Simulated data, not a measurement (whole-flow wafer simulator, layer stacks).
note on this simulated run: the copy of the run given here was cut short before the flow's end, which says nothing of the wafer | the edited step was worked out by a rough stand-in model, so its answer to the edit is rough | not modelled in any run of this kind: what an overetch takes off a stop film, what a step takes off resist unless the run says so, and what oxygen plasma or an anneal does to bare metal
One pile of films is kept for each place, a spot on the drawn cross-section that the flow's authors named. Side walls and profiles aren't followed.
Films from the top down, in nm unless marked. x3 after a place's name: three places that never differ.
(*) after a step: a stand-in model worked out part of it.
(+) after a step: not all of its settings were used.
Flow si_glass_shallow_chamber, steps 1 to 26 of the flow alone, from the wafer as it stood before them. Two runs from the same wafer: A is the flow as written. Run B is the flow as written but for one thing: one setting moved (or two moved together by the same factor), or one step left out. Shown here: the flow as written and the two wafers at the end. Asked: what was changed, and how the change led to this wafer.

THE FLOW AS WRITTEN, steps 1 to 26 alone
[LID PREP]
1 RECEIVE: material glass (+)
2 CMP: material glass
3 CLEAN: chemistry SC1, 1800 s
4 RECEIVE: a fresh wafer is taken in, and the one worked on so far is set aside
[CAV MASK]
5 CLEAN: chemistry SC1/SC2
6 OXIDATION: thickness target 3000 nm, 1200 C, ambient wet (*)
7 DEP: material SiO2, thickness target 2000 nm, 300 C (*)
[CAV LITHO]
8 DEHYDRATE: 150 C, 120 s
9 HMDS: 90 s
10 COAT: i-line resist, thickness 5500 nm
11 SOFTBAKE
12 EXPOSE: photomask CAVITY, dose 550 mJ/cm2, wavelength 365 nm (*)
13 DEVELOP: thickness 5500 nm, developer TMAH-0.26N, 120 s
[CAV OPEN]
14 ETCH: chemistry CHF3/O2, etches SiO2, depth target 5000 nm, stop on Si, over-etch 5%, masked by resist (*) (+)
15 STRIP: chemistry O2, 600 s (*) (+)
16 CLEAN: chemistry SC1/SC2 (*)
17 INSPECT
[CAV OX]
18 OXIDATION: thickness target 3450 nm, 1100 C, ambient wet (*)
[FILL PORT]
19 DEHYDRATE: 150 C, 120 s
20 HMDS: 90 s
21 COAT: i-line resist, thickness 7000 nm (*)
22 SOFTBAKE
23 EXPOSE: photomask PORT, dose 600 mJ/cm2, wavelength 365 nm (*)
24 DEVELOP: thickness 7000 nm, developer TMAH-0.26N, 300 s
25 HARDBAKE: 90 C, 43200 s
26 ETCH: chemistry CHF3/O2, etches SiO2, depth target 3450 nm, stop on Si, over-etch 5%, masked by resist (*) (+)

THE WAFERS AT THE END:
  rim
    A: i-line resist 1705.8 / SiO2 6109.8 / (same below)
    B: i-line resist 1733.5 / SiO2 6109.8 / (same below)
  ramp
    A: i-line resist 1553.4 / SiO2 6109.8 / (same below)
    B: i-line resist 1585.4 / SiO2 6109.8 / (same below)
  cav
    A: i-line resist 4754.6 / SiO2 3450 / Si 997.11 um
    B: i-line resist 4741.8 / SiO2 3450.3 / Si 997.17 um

The cause: step 14, ETCH: depth target 4750 nm was run, where the flow has depth target 5000 nm.

How the change led to this, step by step:
  14 ETCH: chemistry CHF3/O2, etches SiO2, depth target 5000 nm, stop on Si, over-etch 5%, masked by resist (*) (+)
      cav, port: A SiO2 -5000 (all of it), Si -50 | B SiO2 -4987.5
      rim, ramp, septum, ring: A i-line resist -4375 | B i-line resist -4156.2
  15 STRIP: chemistry O2, 600 s (*) (+)
      cav, port: A chemical SiO2 +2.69 (new film), Si -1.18 | B nothing
      rim, ramp, septum, ring: A i-line resist -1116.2 (all of it) | B i-line resist -1334.9 (all of it)
  18 OXIDATION: thickness target 3450 nm, 1100 C, ambient wet (*)
      cav, port: A SiO2 +3450 (new film), chemical SiO2 -2.69 (all of it), Si -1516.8 | B SiO2 +3437.8, Si -1512.7
